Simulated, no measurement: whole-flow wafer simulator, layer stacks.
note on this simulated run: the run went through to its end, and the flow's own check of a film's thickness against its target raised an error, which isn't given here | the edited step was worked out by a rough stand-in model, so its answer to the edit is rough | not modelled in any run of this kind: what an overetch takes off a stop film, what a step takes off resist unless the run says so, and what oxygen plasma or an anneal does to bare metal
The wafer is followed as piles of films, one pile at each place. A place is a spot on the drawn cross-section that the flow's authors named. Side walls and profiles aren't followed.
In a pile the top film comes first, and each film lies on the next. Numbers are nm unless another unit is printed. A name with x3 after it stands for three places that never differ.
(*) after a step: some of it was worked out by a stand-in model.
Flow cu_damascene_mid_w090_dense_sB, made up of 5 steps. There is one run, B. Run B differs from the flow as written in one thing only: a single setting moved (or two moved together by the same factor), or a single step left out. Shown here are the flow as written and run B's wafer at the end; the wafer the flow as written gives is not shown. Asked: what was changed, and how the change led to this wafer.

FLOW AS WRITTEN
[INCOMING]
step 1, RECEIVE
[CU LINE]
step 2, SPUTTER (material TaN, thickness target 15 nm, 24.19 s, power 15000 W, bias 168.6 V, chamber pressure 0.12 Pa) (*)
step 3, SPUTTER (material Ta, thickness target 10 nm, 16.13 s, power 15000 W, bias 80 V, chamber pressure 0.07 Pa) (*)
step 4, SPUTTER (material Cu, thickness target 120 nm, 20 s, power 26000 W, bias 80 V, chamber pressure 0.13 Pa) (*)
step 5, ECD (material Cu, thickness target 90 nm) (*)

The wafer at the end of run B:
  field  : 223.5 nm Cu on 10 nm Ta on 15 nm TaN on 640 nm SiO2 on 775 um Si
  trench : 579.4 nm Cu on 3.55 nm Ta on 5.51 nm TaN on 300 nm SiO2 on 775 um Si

The reason: step 5, ECD: thickness target 103.5 nm was run, whereas the flow has thickness target 90 nm.

How this came from the change, step by step:
  step 5, ECD (material Cu, thickness target 90 nm) (*)
      field: Cu gains 103.5 (it would be, as written: Cu gains 90)
      trench: Cu gains 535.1 (it would be, as written: Cu gains 521.6)
